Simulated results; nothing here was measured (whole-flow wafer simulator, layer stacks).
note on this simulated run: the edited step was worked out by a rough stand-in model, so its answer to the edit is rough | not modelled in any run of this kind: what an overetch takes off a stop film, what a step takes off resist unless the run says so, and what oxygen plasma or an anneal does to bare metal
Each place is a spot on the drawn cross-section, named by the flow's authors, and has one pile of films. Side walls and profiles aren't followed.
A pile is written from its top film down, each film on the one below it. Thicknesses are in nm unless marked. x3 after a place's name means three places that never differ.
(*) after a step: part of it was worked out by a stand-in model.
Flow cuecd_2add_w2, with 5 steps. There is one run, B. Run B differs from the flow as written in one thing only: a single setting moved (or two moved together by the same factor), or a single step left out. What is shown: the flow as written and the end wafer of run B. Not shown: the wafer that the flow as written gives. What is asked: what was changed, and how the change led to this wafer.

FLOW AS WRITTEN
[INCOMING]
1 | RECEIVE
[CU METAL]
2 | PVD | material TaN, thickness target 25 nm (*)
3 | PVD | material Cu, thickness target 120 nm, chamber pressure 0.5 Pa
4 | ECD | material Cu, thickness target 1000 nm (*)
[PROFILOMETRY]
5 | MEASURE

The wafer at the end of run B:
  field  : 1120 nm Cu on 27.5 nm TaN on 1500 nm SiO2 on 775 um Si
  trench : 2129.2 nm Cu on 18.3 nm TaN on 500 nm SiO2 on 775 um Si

The reason: step 2, PVD: thickness target 27.5 nm was run, whereas the flow has thickness target 25 nm.
The wafer lets one read it off: field has TaN 27.5, and step 2 as written asks for 25 nm.

The path from the change to this, step by step:
  2 | PVD | material TaN, thickness target 25 nm (*)
      field: +27.5 TaN (new film) (as written it would have been: +25 TaN (new film))
      trench: +18.3 TaN (new film) (as written it would have been: +16.6 TaN (new film))
